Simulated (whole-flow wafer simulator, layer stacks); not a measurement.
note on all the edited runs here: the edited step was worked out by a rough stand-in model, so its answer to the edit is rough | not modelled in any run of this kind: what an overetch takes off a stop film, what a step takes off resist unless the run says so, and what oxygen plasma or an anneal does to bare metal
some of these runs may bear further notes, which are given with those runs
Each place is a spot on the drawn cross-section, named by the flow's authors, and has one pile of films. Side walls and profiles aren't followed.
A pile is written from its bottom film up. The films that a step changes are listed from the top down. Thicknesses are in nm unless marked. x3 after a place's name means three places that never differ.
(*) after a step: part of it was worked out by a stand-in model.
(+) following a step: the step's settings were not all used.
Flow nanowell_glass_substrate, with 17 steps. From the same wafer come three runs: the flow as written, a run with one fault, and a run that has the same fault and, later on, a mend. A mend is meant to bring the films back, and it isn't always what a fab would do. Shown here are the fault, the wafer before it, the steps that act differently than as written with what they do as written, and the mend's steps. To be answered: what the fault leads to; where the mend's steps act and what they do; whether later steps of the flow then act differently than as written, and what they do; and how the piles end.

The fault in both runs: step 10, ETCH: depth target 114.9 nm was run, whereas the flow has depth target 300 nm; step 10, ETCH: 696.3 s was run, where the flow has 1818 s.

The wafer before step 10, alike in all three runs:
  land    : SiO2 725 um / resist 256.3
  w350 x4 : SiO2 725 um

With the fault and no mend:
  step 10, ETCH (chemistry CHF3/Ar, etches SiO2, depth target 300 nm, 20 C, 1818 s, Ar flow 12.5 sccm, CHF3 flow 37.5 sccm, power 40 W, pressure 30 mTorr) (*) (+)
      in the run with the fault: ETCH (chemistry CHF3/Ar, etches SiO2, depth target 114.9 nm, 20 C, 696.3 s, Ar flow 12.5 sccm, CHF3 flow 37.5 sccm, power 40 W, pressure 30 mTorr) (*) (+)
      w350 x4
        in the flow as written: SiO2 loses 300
        in the run with the fault: SiO2 loses 114.9
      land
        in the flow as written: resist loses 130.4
        in the run with the fault: resist loses 50
  Steps further on in the flow that do not act as written:
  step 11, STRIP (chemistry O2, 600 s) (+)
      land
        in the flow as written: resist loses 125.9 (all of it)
        in the run with the fault: resist loses 206.4 (all of it)
  At the end the piles are close to the flow's at the places that both follow, differing by at most 2% or 0.5 nm, whichever is larger.

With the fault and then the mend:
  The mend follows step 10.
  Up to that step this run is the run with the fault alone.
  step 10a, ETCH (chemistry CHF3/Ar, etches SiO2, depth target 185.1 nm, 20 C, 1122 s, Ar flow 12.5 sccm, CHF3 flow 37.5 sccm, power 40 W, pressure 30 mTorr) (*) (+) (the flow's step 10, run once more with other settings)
      w350 x4
        SiO2 loses 185.1
      land
        resist loses 80.5
  None of the later steps of the flow acts differently than as written at any place that is followed.
  By the end, the piles equal the flow's at every place that both follow.
